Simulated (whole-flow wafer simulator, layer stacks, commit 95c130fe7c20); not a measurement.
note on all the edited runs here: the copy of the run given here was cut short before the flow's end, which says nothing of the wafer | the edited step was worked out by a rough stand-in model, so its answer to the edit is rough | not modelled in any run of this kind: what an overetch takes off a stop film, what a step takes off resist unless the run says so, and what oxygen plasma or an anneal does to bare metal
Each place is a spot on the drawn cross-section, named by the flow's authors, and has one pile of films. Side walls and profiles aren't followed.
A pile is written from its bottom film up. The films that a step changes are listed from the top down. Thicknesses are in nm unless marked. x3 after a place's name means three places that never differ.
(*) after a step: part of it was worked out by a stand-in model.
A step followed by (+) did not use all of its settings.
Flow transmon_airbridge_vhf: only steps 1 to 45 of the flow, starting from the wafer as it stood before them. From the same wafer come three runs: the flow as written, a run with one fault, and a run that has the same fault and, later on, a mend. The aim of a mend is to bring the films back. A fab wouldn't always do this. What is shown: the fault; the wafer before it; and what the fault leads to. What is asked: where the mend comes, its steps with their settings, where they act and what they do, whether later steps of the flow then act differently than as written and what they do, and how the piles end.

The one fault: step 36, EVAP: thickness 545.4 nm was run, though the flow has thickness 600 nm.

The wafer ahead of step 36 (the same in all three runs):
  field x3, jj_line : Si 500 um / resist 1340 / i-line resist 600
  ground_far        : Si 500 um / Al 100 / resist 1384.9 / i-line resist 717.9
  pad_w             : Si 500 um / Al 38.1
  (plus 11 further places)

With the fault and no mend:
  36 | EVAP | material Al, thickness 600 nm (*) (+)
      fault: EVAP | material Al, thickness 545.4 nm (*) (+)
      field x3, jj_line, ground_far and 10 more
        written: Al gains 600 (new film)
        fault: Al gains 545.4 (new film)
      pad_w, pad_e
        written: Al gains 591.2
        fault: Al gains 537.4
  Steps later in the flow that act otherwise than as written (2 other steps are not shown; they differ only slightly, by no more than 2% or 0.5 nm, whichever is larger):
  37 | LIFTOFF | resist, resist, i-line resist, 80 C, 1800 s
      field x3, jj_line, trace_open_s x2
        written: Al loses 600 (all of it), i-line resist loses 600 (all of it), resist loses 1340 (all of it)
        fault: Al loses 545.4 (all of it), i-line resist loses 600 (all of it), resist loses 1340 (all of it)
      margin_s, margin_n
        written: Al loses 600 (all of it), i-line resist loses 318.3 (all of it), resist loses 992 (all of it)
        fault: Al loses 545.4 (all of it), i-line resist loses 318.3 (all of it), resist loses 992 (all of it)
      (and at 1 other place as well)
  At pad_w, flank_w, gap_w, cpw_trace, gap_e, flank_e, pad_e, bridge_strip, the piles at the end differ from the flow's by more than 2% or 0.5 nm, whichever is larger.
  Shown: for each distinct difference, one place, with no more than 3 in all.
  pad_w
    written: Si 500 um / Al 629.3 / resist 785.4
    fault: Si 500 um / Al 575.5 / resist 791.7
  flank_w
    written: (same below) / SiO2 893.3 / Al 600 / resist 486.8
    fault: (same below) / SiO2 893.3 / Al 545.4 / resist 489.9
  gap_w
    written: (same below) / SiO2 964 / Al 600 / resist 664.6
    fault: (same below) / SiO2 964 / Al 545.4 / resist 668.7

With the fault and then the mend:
  The mend follows step 36.
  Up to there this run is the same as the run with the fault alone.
  36a | EVAP | material Al, thickness 54.6 nm (*) (+) (the flow's step 36 again, with other settings)
      field x3, jj_line, ground_far and 10 more
        Al gains 54.6
      pad_w, pad_e
        Al gains 53.8
  Every later step of the flow that is run acts as written, at every place that is followed, to within 2% or 0.5 nm, whichever is larger.
  The piles end only slightly different from the flow's at the places that both follow, by no more than 2% or 0.5 nm, whichever is larger.
